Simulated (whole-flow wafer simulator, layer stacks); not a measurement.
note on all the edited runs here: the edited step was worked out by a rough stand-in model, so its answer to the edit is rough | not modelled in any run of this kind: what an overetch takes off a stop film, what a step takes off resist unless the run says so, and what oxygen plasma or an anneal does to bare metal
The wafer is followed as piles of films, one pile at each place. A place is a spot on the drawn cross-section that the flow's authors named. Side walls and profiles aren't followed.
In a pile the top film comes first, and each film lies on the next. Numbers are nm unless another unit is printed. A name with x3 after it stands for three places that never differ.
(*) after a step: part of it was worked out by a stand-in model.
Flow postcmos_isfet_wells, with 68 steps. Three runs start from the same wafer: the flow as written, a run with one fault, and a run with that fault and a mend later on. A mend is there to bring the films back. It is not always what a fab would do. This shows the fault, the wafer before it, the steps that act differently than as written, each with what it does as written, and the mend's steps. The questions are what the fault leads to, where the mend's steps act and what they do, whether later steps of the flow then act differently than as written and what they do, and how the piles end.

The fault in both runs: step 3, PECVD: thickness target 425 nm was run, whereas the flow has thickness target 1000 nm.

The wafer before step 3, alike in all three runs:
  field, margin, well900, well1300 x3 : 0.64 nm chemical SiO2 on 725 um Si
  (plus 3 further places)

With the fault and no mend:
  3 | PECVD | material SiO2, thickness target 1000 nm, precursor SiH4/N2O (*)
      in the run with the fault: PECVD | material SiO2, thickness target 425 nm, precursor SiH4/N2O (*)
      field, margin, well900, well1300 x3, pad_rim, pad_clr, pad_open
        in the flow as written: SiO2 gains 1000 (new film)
        in the run with the fault: SiO2 gains 425 (new film)
  Every later step of the flow that is run acts as written at every place that is followed.
  The piles end different from the flow's at field, margin, well900, well1300 x3, pad_rim, pad_clr, pad_open by more than 2% or 0.5 nm, whichever is larger.
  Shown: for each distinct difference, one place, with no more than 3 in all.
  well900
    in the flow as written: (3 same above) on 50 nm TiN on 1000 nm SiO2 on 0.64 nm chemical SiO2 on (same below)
    in the run with the fault: (3 same above) on 50 nm TiN on 425 nm SiO2 on 0.64 nm chemical SiO2 on (same below)
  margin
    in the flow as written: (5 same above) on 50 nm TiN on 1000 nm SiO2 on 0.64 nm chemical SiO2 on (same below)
    in the run with the fault: (5 same above) on 50 nm TiN on 425 nm SiO2 on 0.64 nm chemical SiO2 on (same below)
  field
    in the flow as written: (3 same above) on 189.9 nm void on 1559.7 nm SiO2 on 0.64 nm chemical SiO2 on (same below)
    in the run with the fault: (3 same above) on 189.9 nm void on 984.7 nm SiO2 on 0.64 nm chemical SiO2 on (same below)

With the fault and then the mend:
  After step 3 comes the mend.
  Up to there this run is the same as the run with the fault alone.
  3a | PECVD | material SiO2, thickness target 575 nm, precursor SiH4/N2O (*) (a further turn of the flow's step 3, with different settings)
      field, margin, well900, well1300 x3, pad_rim, pad_clr, pad_open
        SiO2 gains 575
  Every later step of the flow that is run acts as written at every place that is followed.
  At every place that both follow, the piles at the end match the flow's.
